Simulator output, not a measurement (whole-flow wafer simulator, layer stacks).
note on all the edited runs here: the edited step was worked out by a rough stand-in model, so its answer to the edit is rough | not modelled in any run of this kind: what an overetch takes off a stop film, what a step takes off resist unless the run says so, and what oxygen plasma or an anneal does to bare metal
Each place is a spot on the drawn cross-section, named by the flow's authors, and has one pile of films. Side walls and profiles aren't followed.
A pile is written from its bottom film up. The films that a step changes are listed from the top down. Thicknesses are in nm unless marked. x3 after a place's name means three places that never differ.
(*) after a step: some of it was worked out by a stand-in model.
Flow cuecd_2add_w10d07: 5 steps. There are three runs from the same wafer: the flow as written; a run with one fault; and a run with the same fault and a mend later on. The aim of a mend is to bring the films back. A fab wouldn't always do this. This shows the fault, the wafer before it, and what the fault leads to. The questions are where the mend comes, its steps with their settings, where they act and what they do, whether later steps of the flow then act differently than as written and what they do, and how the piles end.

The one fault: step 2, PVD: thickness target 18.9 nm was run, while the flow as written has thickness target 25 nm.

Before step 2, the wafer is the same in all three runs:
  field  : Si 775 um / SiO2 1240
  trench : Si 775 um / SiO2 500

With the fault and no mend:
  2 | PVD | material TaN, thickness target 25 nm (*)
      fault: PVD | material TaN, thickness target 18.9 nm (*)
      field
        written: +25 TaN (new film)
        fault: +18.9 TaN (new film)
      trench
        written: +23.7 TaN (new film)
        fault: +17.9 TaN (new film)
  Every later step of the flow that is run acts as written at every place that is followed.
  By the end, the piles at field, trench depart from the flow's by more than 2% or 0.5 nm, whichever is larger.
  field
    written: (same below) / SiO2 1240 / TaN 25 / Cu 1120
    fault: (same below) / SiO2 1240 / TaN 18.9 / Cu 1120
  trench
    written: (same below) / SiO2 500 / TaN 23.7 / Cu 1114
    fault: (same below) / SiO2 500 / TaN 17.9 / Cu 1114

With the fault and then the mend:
  After step 2 comes the mend.
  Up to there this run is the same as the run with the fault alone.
  2a | PVD | material TaN, thickness target 6.1 nm (*) (the flow's step 2, run once more with other settings)
      field
        +6.1 TaN
      trench
        +5.77 TaN
  Every later step of the flow that is run acts as written at every place that is followed.
  By the end, the piles equal the flow's at every place that both follow.
